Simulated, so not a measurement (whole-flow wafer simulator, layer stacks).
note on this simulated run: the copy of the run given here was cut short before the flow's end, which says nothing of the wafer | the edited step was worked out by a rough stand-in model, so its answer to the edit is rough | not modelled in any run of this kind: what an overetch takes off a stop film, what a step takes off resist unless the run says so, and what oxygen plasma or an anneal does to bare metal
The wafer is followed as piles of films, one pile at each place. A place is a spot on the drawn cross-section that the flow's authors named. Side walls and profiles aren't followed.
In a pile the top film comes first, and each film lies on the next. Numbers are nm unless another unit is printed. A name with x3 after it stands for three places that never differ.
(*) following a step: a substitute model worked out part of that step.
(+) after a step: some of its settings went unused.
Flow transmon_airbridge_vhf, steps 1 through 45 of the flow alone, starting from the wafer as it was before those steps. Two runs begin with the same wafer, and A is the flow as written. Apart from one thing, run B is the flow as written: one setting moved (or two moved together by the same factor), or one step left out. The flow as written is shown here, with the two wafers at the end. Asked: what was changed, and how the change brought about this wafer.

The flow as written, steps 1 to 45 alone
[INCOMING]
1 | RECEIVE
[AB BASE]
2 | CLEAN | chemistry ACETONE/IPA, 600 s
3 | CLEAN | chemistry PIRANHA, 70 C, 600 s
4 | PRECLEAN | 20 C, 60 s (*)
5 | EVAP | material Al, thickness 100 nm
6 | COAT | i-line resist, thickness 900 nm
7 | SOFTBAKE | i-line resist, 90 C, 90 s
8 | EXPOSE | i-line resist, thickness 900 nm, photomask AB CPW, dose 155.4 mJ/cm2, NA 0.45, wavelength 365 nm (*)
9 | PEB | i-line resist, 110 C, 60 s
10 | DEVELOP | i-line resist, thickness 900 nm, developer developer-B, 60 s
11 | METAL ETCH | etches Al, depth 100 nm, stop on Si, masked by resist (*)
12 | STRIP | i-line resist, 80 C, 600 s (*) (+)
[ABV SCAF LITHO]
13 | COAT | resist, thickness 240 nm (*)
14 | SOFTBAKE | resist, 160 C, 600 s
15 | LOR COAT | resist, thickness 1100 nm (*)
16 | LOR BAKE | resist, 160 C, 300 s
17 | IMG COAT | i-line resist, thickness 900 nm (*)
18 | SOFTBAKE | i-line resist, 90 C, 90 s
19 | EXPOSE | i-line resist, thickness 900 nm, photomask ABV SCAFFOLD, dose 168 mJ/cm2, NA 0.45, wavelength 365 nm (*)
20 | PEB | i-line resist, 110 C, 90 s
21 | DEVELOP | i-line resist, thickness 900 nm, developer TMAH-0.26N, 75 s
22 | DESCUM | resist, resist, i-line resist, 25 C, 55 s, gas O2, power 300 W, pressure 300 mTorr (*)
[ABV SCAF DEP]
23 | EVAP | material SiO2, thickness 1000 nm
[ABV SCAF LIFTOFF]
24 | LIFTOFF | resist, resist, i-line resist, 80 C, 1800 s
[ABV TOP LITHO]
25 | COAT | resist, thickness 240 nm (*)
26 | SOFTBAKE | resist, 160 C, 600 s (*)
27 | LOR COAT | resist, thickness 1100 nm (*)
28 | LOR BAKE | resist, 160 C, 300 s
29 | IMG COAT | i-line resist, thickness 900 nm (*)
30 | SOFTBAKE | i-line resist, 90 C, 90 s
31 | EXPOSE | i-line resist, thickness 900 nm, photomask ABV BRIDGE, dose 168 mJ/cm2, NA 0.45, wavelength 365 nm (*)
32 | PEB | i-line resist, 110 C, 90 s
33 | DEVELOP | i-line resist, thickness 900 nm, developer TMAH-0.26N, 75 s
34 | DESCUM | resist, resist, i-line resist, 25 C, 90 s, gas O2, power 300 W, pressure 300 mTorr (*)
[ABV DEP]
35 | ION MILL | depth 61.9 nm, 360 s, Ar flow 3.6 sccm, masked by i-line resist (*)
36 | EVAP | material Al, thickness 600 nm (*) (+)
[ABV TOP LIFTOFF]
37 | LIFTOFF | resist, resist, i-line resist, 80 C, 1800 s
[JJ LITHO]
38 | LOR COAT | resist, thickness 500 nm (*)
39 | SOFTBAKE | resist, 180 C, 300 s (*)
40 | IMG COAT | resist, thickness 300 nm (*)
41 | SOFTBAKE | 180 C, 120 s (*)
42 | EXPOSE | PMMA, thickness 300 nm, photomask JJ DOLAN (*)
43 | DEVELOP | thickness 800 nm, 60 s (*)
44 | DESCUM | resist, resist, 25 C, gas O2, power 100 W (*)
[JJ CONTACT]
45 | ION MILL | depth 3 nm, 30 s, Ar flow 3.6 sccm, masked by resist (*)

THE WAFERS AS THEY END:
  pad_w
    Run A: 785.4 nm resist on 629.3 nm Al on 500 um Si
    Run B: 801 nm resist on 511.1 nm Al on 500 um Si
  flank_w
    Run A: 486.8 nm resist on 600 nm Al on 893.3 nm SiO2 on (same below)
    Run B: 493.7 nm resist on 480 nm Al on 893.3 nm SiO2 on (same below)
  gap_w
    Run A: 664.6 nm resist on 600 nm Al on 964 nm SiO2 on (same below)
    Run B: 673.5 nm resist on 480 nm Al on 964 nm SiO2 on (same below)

The reason: step 36, EVAP: thickness 480 nm was run, while the flow as written has thickness 600 nm.
One can read it off the wafer: flank_w has Al 480, and step 36 as written asks for 600 nm.

Step by step, how the change led to this:
  36 | EVAP | material Al, thickness 600 nm (*) (+)
      field x3, jj_line, ground_far and 10 more: A +600 Al (new film) | B +480 Al (new film)
      pad_w, pad_e: A +591.2 Al | B +473 Al
  37 | LIFTOFF | resist, resist, i-line resist, 80 C, 1800 s
      field x3, jj_line, trace_open_s x2: A -600 Al (all of it), -600 i-line resist (all of it), -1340 resist (all of it) | B -480 Al (all of it), -600 i-line resist (all of it), -1340 resist (all of it)
      margin_s, margin_n: A -600 Al (all of it), -318.3 i-line resist (all of it), -992 resist (all of it) | B -480 Al (all of it), -318.3 i-line resist (all of it), -992 resist (all of it)
      (also at 1 further place)
  38 | LOR COAT | resist, thickness 500 nm (*)
      margin_s, margin_n: A +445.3 resist (new film) | B +435.2 resist (new film)
      bridge_strip: A +356.4 resist (new film) | B +370.3 resist (new film)
  40 | IMG COAT | resist, thickness 300 nm (*)
      bridge_strip: A +197.1 resist | B +204.3 resist
